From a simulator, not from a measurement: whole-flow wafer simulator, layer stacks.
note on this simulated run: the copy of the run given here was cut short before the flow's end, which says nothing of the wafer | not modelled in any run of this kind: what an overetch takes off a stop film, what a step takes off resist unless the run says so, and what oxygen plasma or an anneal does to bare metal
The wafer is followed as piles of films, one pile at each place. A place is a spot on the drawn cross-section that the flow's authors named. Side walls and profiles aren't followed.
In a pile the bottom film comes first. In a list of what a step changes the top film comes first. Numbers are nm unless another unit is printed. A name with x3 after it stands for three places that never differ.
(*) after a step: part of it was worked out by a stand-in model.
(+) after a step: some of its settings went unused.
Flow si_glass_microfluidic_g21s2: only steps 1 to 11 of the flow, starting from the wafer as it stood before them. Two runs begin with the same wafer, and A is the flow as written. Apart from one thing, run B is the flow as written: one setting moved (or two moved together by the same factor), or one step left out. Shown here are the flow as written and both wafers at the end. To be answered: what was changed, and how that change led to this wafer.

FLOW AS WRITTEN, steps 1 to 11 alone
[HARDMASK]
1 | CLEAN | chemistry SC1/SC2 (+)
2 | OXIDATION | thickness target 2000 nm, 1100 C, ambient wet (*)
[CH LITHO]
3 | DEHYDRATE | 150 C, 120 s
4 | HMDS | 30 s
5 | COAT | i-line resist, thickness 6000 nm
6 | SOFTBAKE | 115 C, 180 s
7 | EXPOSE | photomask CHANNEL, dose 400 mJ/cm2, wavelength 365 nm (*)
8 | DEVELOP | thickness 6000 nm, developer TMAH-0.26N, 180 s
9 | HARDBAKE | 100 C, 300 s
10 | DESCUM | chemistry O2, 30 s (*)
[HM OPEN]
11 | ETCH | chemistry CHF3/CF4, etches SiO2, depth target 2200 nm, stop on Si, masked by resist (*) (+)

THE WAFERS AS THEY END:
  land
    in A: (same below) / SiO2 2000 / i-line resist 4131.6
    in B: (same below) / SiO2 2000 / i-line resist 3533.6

The reason: step 5, COAT: thickness 5400 nm was run, while the flow as written has thickness 6000 nm.

The path from the change to this, step by step:
  5 | COAT | i-line resist, thickness 6000 nm
      land, trench20 x3: A +6000 i-line resist (new film) | B +5400 i-line resist (new film)
  8 | DEVELOP | thickness 6000 nm, developer TMAH-0.26N, 180 s
      trench20 x3: A -6000 i-line resist (all of it) | B -5400 i-line resist (all of it)
  9 | HARDBAKE | 100 C, 300 s
      land: A -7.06 i-line resist | B -5.01 i-line resist
